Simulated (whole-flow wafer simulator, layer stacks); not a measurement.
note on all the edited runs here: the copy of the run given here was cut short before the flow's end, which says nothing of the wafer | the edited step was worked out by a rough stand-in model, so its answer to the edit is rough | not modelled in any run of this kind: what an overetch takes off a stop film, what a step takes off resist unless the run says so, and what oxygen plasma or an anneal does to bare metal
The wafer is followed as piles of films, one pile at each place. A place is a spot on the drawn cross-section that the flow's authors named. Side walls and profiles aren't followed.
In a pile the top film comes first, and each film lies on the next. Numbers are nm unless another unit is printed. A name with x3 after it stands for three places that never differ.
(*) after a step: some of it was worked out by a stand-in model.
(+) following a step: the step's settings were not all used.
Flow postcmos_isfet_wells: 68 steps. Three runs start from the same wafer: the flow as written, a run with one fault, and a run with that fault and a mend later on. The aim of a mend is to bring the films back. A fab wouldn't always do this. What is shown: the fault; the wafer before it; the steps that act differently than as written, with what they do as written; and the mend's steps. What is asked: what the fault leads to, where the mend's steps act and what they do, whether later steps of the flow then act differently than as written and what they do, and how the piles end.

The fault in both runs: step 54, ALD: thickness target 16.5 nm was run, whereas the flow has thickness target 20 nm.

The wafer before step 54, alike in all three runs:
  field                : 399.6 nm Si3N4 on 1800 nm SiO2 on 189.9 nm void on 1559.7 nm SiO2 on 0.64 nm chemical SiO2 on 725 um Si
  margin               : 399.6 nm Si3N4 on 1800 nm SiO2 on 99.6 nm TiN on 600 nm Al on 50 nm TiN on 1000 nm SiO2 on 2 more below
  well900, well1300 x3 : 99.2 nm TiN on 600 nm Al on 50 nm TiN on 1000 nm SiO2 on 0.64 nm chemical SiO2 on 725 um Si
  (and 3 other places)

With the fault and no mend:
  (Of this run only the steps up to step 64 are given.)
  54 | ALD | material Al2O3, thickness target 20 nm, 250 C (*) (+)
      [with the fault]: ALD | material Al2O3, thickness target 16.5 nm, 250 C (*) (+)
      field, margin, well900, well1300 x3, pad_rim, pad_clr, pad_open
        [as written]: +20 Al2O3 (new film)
        [with the fault]: +16.5 Al2O3 (new film)
  Every later step of the flow up to step 64 that is run acts as written, at every place that is followed, to within 2% or 0.5 nm, whichever is larger.
  The piles after step 64 differ from the flow's at field, margin, pad_rim, pad_clr, pad_open by more than 2% or 0.5 nm, whichever is larger.
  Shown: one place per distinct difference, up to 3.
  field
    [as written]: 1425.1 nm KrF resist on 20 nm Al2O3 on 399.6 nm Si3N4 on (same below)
    [with the fault]: 1416.5 nm KrF resist on 16.5 nm Al2O3 on 399.6 nm Si3N4 on (same below)
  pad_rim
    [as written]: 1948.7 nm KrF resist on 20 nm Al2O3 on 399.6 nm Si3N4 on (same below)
    [with the fault]: 1948.1 nm KrF resist on 16.5 nm Al2O3 on 399.6 nm Si3N4 on (same below)
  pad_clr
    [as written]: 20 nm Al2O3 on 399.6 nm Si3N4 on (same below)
    [with the fault]: 16.5 nm Al2O3 on 399.6 nm Si3N4 on (same below)

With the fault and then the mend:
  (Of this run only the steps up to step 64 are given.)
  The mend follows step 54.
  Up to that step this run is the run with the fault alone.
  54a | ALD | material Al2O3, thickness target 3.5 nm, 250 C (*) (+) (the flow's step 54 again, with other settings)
      field, margin, well900, well1300 x3, pad_rim, pad_clr, pad_open
        +3.5 Al2O3
  Every later step of the flow up to step 64 that is run acts as written at every place that is followed.
  At every place that both follow, the piles after step 64 match the flow's.
